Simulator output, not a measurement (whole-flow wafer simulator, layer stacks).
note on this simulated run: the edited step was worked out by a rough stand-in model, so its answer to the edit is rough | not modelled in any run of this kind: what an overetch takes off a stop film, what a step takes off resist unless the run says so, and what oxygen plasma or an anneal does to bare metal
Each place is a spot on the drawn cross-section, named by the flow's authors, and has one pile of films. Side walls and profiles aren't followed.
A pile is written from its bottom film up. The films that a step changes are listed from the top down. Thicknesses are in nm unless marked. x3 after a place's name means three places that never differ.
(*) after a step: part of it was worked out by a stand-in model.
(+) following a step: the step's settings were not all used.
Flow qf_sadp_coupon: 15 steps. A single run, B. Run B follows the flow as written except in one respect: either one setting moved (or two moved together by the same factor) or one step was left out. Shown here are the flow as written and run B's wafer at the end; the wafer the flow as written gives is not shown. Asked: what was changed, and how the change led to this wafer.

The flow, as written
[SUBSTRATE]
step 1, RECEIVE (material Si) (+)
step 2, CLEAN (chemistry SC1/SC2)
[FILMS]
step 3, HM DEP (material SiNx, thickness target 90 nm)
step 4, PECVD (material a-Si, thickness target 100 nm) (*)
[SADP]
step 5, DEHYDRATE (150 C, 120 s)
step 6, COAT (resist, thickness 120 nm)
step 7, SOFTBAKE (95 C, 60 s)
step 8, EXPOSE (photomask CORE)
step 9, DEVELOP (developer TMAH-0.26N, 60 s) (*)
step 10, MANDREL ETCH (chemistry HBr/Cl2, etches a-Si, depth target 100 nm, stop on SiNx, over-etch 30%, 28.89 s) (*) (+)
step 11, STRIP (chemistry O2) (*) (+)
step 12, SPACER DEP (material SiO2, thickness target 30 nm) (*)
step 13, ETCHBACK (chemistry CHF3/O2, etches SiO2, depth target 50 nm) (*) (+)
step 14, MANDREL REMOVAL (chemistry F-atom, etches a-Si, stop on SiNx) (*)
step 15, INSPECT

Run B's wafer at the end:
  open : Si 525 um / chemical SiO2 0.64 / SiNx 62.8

The reason: step 4, PECVD: thickness target 72.9 nm was run, while the flow as written has thickness target 100 nm.

Step by step, how the change led to this:
  step 4, PECVD (material a-Si, thickness target 100 nm) (*)
      m, open: +72.9 a-Si (new film) (as written it would have been: +100 a-Si (new film))
  step 10, MANDREL ETCH (chemistry HBr/Cl2, etches a-Si, depth target 100 nm, stop on SiNx, over-etch 30%, 28.89 s) (*) (+)
      open: -72.9 a-Si (all of it), -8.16 SiNx (as written it would have been: -100 a-Si (all of it), -4.29 SiNx)
  step 14, MANDREL REMOVAL (chemistry F-atom, etches a-Si, stop on SiNx) (*)
      m: -68.7 a-Si (all of it) (as written it would have been: -95.8 a-Si (all of it))
